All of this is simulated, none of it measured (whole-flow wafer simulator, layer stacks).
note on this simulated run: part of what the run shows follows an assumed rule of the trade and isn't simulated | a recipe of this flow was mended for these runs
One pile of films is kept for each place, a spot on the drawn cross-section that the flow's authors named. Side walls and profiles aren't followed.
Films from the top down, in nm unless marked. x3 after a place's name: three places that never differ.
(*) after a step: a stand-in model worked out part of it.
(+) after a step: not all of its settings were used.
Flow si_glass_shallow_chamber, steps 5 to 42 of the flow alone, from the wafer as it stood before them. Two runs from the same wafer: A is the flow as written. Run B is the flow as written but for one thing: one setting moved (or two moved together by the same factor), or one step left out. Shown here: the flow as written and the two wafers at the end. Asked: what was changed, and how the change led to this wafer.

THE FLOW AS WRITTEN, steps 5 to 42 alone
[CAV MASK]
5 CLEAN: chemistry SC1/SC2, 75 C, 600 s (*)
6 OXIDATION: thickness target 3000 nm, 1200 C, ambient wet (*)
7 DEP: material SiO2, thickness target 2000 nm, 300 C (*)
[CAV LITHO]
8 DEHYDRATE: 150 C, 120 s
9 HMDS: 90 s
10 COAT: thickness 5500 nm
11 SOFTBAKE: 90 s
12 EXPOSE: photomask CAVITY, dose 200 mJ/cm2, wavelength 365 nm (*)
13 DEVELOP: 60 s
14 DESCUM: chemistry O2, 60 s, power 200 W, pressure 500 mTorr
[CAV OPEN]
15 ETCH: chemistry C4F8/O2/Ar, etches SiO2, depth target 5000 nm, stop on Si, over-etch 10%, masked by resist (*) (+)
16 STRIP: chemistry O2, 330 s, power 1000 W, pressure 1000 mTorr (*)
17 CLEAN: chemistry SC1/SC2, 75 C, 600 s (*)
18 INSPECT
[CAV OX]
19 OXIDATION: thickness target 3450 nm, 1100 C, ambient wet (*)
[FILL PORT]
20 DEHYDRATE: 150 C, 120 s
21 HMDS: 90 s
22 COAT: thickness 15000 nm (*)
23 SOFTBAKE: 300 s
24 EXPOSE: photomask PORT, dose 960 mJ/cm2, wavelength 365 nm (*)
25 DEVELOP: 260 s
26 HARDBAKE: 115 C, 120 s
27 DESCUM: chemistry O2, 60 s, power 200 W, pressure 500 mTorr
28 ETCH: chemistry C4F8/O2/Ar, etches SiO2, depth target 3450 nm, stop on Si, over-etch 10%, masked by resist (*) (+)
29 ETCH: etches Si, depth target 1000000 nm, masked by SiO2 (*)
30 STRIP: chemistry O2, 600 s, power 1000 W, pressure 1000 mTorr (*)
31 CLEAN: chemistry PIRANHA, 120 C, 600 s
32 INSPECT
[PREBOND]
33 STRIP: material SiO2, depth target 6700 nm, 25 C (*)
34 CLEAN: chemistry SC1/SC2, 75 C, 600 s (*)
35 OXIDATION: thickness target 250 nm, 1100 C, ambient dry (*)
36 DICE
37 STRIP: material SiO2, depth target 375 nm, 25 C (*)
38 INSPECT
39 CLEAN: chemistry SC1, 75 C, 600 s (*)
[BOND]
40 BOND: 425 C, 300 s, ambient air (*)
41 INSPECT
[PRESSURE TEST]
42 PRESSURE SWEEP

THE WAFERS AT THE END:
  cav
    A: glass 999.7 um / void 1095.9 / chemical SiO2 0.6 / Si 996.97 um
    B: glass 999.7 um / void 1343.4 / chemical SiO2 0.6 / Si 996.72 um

The cause: step 15, ETCH: depth target 6800 nm was run, where the flow has depth target 5000 nm.

How the change led to this, step by step:
  15 ETCH: chemistry C4F8/O2/Ar, etches SiO2, depth target 5000 nm, stop on Si, over-etch 10%, masked by resist (*) (+)
      cav, port: A SiO2 -5000 (all of it), Si -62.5 | B SiO2 -5000 (all of it), Si -310
  22 COAT: thickness 15000 nm (*)
      rim: A thick-i-line-resist +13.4 um (new film) | B thick-i-line-resist +13.3 um (new film)
      ramp: A thick-i-line-resist +12.89 um (new film) | B thick-i-line-resist +12.76 um (new film)
      (and at 3 more places)
  23 SOFTBAKE: 300 s
      rim: A thick-i-line-resist -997 | B thick-i-line-resist -1067
      ramp: A thick-i-line-resist -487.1 | B thick-i-line-resist -524.3
      (and at 4 more places)
  25 DEVELOP: 260 s
      port: A thick-i-line-resist -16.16 um (all of it) | B thick-i-line-resist -16.23 um (all of it)
  26 HARDBAKE: 115 C, 120 s
      rim, ramp: A thick-i-line-resist -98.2 | B thick-i-line-resist -96.2
  29 ETCH: etches Si, depth target 1000000 nm, masked by SiO2 (*)
      rim, ramp: A thick-i-line-resist -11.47 um (all of it), SiO2 -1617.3 | B thick-i-line-resist -11.31 um (all of it), SiO2 -1707.5
      port: A hole +997.05 um (new film), Si -997.05 um (all of it) | B hole +996.8 um (new film), Si -996.8 um (all of it)
      (and at 2 more places)
  30 STRIP: chemistry O2, 600 s, power 1000 W, pressure 1000 mTorr (*)
      cav: A thick-i-line-resist -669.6 (all of it) | B thick-i-line-resist -744.8 (all of it)
  33 STRIP: material SiO2, depth target 6700 nm, 25 C (*)
      rim, ramp: A SiO2 -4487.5 (all of it) | B SiO2 -4397.3 (all of it)
  40 BOND: 425 C, 300 s, ambient air (*)
      cav: A glass +999.7 um (new film), void +1095.9 (new film) | B glass +999.7 um (new film), void +1343.4 (new film)
      port: A glass +999.7 um (new film), hole +1017.3 | B glass +999.7 um (new film), hole +1264.8
